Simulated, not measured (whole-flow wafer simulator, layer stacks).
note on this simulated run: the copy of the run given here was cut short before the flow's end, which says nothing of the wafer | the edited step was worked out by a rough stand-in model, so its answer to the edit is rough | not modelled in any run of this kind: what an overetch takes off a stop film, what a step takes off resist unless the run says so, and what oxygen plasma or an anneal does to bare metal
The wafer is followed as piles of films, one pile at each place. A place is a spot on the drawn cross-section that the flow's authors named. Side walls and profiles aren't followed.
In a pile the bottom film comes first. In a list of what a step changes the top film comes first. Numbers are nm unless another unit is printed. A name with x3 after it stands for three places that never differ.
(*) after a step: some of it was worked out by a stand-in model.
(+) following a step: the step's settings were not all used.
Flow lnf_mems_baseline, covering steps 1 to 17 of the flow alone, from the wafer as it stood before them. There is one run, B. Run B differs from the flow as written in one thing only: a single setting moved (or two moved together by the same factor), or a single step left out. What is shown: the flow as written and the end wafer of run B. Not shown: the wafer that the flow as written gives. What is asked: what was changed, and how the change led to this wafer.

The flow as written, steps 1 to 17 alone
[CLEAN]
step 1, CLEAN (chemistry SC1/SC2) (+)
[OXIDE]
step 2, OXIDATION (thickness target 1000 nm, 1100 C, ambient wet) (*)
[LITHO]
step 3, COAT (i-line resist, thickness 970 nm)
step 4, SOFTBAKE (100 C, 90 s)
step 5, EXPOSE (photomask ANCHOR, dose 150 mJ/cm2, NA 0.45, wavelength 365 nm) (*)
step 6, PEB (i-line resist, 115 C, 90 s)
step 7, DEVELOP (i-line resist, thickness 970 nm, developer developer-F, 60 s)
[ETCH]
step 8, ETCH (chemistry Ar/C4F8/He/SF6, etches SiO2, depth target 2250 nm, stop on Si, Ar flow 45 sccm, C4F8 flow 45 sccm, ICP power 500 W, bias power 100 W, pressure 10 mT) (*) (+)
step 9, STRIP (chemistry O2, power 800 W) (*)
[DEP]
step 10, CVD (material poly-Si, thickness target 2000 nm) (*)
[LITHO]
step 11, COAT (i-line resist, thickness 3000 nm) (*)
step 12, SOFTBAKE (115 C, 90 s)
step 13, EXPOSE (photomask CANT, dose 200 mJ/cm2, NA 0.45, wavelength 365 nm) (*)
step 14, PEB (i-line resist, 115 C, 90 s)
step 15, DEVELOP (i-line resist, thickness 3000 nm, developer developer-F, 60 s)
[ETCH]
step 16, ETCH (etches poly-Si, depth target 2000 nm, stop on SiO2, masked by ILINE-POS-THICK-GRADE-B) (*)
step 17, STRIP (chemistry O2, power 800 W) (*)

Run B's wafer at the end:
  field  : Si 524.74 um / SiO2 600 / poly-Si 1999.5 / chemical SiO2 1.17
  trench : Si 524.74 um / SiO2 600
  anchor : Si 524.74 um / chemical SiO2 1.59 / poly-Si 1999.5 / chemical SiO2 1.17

What caused this: step 2, OXIDATION: thickness target 600 nm was run, while the flow as written has thickness target 1000 nm.
One can read it off the wafer: field has SiO2 600, and step 2 as written asks for 1000 nm.

How this came from the change, step by step:
  step 2, OXIDATION (thickness target 1000 nm, 1100 C, ambient wet) (*)
      field, anchor, beam, trench, char_slit: +600 SiO2 (new film), -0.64 chemical SiO2 (all of it), -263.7 Si (it would be, as written: +1000 SiO2 (new film), -0.64 chemical SiO2 (all of it), -439.7 Si)
  step 8, ETCH (chemistry Ar/C4F8/He/SF6, etches SiO2, depth target 2250 nm, stop on Si, Ar flow 45 sccm, C4F8 flow 45 sccm, ICP power 500 W, bias power 100 W, pressure 10 mT) (*) (+)
      field, beam, trench, char_slit: -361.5 i-line resist (it would be, as written: -561.5 i-line resist)
      anchor: -600 SiO2 (all of it) (it would be, as written: -1000 SiO2 (all of it))
  step 9, STRIP (chemistry O2, power 800 W) (*)
      field, beam, trench, char_slit: -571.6 i-line resist (all of it) (it would be, as written: -371.6 i-line resist (all of it))
  step 10, CVD (material poly-Si, thickness target 2000 nm) (*)
      anchor: +2000 poly-Si (new film) (it would be, as written: +2322 poly-Si (new film))
  step 11, COAT (i-line resist, thickness 3000 nm) (*)
      anchor: +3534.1 i-line resist (new film) (it would be, as written: +3611.6 i-line resist (new film))
  step 14, PEB (i-line resist, 115 C, 90 s)
      anchor: -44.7 i-line resist (it would be, as written: -46.1 i-line resist)
  step 17, STRIP (chemistry O2, power 800 W) (*)
      anchor: +1.17 chemical SiO2 (new film), -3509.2 i-line resist (all of it), -0.51 poly-Si (it would be, as written: +1.17 chemical SiO2 (new film), -3585.8 i-line resist (all of it), -0.52 poly-Si)
